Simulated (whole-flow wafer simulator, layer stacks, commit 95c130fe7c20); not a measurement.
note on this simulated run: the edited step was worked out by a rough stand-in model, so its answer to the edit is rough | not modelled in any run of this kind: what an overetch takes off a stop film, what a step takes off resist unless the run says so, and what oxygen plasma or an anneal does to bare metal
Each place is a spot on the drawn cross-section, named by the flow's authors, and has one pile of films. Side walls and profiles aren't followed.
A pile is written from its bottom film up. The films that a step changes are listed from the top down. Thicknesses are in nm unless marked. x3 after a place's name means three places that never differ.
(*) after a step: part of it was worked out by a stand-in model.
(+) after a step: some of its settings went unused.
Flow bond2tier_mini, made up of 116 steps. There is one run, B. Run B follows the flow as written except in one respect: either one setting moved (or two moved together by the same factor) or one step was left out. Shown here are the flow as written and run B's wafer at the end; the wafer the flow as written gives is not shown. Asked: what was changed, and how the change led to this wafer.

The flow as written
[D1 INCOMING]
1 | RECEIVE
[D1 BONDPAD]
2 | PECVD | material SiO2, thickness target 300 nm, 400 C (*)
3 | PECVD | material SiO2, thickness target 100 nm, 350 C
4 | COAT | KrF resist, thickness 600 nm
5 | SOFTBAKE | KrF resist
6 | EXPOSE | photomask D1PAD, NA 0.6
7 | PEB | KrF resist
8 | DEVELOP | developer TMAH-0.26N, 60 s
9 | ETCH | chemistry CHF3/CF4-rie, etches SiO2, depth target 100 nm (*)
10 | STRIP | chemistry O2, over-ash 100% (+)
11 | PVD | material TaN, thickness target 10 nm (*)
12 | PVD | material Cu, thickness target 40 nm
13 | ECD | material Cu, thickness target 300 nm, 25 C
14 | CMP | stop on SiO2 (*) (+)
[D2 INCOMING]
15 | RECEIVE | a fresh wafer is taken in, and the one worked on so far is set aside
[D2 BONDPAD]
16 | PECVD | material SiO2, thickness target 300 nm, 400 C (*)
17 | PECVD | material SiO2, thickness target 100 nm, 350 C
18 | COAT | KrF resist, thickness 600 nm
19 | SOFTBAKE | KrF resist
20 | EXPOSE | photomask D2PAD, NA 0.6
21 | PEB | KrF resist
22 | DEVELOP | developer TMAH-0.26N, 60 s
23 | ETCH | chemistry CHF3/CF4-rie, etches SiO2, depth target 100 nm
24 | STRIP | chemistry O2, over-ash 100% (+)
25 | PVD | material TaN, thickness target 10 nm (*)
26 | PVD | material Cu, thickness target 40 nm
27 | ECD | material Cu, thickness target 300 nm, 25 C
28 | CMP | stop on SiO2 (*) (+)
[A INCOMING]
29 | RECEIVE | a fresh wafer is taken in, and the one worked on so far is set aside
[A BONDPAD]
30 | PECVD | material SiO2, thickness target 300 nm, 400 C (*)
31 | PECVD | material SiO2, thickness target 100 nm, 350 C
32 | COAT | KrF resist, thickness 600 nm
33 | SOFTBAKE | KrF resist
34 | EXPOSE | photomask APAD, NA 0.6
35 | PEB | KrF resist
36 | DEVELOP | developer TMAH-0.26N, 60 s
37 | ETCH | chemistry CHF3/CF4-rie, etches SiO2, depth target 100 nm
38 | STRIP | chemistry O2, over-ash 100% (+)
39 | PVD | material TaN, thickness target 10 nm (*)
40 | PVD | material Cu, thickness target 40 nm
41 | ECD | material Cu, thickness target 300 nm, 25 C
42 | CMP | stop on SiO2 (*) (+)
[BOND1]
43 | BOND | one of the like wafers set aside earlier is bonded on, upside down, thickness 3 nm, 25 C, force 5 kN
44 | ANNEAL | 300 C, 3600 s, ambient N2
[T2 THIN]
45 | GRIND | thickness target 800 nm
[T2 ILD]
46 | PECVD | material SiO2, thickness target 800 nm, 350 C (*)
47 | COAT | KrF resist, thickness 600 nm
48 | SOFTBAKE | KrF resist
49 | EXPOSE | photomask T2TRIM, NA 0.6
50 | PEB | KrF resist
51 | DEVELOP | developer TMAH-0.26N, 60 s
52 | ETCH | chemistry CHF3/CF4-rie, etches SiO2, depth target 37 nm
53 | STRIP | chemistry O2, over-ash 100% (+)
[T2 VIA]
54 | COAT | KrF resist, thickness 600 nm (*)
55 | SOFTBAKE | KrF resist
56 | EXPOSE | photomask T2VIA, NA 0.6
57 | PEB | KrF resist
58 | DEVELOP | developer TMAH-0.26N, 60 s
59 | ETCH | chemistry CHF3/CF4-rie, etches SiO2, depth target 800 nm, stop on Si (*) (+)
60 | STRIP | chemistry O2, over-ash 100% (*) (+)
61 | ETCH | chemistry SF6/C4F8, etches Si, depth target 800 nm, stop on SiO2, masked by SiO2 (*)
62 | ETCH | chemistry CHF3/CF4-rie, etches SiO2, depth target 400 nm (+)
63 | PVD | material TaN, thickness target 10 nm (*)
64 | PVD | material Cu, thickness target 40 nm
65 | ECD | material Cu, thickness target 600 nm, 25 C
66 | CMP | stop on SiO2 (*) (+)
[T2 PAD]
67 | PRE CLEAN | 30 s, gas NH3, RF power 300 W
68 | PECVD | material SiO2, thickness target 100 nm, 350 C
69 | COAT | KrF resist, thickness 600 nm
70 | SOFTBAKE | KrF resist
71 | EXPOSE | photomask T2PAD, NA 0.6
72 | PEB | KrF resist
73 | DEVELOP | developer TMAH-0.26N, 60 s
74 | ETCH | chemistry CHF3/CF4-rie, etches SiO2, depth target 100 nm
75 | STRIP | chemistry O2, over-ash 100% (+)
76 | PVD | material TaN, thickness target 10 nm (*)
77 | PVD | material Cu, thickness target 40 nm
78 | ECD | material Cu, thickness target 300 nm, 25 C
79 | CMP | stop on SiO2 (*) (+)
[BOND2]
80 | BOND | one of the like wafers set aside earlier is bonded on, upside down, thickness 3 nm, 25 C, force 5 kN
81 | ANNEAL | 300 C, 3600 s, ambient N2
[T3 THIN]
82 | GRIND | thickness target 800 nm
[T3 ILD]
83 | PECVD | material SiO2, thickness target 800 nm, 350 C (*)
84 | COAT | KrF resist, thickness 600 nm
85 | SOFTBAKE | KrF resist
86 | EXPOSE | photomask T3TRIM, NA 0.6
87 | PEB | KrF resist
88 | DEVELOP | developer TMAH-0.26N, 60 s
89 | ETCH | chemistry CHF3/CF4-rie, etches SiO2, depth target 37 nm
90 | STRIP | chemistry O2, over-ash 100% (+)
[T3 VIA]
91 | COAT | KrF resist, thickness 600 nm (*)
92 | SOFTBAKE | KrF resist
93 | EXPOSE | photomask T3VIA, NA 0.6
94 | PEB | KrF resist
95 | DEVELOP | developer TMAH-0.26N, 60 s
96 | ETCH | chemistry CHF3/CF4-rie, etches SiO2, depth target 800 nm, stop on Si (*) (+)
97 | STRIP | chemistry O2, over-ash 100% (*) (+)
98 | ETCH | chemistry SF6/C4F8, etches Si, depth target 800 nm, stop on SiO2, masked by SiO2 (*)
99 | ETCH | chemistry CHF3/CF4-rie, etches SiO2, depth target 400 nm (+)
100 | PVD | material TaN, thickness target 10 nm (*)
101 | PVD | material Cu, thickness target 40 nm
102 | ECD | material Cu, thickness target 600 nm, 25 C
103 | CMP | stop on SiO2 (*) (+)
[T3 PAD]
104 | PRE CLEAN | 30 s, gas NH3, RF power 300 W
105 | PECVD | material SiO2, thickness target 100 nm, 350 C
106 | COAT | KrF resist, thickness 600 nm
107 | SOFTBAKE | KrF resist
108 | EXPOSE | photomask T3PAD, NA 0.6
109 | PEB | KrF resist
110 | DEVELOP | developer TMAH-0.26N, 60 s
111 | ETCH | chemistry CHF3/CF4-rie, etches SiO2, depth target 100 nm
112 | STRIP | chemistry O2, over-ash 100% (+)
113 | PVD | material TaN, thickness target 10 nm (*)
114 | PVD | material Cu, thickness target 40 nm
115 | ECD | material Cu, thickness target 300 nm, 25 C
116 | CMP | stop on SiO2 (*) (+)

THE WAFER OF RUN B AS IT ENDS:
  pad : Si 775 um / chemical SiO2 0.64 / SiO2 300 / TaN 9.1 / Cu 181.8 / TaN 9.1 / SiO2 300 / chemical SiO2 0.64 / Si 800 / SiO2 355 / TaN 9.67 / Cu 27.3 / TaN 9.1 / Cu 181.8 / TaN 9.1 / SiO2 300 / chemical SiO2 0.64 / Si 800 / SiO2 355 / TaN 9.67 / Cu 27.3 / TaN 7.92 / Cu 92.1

The reason: step 113, PVD: thickness target 8.7 nm was run, whereas the flow has thickness target 10 nm.

Step by step, how the change led to this:
  113 | PVD | material TaN, thickness target 10 nm (*)
      field: +8.7 TaN (new film) (as written it would have been: +10 TaN (new film))
      pad: +7.92 TaN (new film) (as written it would have been: +9.1 TaN (new film))
  116 | CMP | stop on SiO2 (*) (+)
      field: -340 Cu (all of it), -8.7 TaN (all of it) (as written it would have been: -340 Cu (all of it), -10 TaN (all of it))
